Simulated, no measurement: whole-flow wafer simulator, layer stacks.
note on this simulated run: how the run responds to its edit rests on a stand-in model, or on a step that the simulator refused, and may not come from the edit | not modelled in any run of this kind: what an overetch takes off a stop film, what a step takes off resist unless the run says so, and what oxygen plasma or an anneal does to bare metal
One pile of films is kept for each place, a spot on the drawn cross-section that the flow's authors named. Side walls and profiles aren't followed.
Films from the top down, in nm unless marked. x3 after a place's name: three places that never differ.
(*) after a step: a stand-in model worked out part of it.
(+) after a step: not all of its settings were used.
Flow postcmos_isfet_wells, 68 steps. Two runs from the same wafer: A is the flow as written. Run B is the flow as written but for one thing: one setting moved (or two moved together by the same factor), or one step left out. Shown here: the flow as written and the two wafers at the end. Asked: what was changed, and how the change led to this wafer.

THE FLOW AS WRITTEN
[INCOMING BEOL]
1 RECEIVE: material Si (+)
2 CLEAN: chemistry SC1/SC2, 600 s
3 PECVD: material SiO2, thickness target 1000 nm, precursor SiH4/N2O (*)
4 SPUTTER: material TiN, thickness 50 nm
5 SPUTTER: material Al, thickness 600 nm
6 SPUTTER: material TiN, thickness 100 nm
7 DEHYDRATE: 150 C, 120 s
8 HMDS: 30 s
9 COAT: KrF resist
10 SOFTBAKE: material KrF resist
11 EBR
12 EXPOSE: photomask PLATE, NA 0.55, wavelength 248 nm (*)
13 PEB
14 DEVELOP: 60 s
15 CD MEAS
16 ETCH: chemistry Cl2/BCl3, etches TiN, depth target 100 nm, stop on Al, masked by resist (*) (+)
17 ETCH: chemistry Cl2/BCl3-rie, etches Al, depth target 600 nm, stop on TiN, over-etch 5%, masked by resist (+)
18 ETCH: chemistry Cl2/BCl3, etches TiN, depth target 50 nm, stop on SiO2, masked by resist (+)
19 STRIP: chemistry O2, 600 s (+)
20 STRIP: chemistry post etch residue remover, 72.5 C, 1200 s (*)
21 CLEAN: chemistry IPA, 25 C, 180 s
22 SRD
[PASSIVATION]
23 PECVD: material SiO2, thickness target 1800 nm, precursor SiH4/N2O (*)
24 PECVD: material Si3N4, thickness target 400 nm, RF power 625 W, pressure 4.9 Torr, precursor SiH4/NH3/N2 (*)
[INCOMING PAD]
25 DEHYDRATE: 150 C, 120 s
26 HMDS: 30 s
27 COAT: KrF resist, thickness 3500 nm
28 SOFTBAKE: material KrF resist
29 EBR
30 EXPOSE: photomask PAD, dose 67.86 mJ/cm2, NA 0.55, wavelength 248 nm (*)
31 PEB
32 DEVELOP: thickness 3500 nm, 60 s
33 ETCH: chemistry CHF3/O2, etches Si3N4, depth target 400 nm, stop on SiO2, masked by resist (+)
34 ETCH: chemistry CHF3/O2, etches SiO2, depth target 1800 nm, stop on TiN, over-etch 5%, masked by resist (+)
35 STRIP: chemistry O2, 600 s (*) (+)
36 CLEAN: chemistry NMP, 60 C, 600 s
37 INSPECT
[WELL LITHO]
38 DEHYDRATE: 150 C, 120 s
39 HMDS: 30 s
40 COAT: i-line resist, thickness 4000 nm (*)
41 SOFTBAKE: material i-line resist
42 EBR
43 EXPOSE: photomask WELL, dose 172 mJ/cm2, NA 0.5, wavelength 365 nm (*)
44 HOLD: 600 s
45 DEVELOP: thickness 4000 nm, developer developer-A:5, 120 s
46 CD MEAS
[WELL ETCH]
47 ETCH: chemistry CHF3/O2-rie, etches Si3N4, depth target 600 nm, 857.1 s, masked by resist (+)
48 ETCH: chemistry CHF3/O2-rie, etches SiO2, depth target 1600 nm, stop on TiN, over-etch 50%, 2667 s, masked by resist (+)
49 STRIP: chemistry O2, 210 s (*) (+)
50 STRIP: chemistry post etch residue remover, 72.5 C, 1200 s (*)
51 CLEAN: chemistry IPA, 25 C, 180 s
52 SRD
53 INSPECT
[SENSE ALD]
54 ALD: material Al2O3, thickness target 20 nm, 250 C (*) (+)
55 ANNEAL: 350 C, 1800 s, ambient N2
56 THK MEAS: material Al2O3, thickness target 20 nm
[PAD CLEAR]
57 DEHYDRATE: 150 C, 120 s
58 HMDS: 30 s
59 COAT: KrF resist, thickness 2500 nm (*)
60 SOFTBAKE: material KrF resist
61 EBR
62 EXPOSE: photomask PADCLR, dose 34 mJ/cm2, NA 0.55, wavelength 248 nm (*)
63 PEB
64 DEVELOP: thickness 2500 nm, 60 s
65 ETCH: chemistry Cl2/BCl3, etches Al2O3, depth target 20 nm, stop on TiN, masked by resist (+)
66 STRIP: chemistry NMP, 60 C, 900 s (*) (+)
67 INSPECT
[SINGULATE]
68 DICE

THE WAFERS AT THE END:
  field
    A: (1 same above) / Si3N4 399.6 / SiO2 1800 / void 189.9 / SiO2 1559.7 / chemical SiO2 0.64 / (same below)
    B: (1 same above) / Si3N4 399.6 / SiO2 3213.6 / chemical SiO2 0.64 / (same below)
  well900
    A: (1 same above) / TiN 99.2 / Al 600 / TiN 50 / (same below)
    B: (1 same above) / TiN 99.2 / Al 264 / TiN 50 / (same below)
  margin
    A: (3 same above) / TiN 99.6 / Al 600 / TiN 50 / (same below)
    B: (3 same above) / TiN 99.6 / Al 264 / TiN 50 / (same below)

The cause: step 5, SPUTTER: thickness 264 nm was run, where the flow has thickness 600 nm.
It can be read off the wafer: well900 has Al 264, and step 5 as written asks for 600 nm.

How the change led to this, step by step:
  5 SPUTTER: material Al, thickness 600 nm
      field, margin, well900, well1300 x3, pad_rim, pad_clr, pad_open: A Al +600 (new film) | B Al +264 (new film)
  17 ETCH: chemistry Cl2/BCl3-rie, etches Al, depth target 600 nm, stop on TiN, over-etch 5%, masked by resist (+)
      margin, well900, well1300 x3, pad_rim, pad_clr, pad_open: A KrF resist -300 | B KrF resist -138.6
      field: A Al -600 (all of it) | B Al -264 (all of it)
  19 STRIP: chemistry O2, 600 s (+)
      margin, well900, well1300 x3, pad_rim, pad_clr, pad_open: A KrF resist -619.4 (all of it) | B KrF resist -780.8 (all of it)
  23 PECVD: material SiO2, thickness target 1800 nm, precursor SiH4/N2O (*)
      field: A SiO2 +1800 (new film), void +189.9 (new film), SiO2 +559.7 | B SiO2 +2213.6
